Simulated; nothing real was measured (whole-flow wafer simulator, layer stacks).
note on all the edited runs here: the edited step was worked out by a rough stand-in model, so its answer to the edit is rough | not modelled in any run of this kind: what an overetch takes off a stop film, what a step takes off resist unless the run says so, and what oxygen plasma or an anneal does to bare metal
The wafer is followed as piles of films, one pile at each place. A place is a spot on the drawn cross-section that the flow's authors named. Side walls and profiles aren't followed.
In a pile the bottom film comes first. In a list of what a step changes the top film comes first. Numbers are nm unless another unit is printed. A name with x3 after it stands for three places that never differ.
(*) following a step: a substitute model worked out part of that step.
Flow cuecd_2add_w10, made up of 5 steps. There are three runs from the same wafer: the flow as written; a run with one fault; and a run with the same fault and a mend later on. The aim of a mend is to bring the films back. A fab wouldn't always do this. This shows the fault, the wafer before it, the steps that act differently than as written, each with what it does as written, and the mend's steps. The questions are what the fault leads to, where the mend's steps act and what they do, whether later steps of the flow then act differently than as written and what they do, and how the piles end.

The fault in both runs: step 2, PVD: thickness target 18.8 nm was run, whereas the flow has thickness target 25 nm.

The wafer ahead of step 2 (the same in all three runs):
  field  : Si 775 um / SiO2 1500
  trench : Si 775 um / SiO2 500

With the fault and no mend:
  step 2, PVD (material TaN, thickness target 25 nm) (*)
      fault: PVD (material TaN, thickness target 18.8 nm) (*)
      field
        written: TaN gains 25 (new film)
        fault: TaN gains 18.8 (new film)
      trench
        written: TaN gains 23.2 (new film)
        fault: TaN gains 17.4 (new film)
  None of the later steps of the flow acts differently than as written at any place that is followed.
  By the end, the piles at field, trench depart from the flow's by more than 2% or 0.5 nm, whichever is larger.
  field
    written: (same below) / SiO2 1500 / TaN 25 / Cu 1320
    fault: (same below) / SiO2 1500 / TaN 18.8 / Cu 1320
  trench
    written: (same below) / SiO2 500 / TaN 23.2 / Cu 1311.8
    fault: (same below) / SiO2 500 / TaN 17.4 / Cu 1311.8

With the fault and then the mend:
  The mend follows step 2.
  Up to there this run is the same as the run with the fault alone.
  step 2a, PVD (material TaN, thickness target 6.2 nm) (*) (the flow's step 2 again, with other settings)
      field
        TaN gains 6.2
      trench
        TaN gains 5.75
  None of the later steps of the flow acts differently than as written at any place that is followed.
  By the end, the piles equal the flow's at every place that both follow.
